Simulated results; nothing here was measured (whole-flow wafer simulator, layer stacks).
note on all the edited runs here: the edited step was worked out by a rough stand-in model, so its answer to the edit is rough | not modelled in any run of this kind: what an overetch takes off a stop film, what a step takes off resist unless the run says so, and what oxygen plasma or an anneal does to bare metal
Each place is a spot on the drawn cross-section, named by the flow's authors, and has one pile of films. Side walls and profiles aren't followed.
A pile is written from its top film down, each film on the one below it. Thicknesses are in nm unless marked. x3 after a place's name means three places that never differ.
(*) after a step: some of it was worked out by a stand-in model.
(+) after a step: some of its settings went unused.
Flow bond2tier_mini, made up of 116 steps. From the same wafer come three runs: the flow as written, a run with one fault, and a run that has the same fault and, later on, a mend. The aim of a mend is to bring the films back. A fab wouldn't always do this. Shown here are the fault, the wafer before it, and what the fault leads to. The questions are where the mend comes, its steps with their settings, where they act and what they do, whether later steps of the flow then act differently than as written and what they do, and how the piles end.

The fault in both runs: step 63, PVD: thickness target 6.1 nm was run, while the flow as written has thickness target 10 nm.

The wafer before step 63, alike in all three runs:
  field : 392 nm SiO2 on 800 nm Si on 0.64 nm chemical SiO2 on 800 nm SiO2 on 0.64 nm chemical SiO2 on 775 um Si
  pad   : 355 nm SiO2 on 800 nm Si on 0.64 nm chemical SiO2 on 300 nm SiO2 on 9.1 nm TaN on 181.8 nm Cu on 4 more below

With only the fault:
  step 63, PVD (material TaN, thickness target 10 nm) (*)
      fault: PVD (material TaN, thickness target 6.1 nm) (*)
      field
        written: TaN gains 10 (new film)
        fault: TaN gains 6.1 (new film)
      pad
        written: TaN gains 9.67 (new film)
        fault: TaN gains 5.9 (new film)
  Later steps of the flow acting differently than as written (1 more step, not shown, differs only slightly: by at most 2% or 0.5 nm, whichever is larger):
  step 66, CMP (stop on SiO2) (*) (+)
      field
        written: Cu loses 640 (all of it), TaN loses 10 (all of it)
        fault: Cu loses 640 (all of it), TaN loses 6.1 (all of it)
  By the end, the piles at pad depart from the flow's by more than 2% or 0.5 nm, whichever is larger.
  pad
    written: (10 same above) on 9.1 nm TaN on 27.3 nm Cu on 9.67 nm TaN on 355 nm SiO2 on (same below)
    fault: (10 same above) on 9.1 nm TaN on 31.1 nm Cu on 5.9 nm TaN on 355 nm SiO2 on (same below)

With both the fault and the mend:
  After step 63 comes the mend.
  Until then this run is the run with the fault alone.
  step 63a, PVD (material TaN, thickness target 3.9 nm) (*) (the flow's step 63 again, with other settings)
      field
        TaN gains 3.9
      pad
        TaN gains 3.77
  Later steps of the flow that are run all act as written at every place that is followed.
  At every place that both follow, the piles at the end match the flow's.
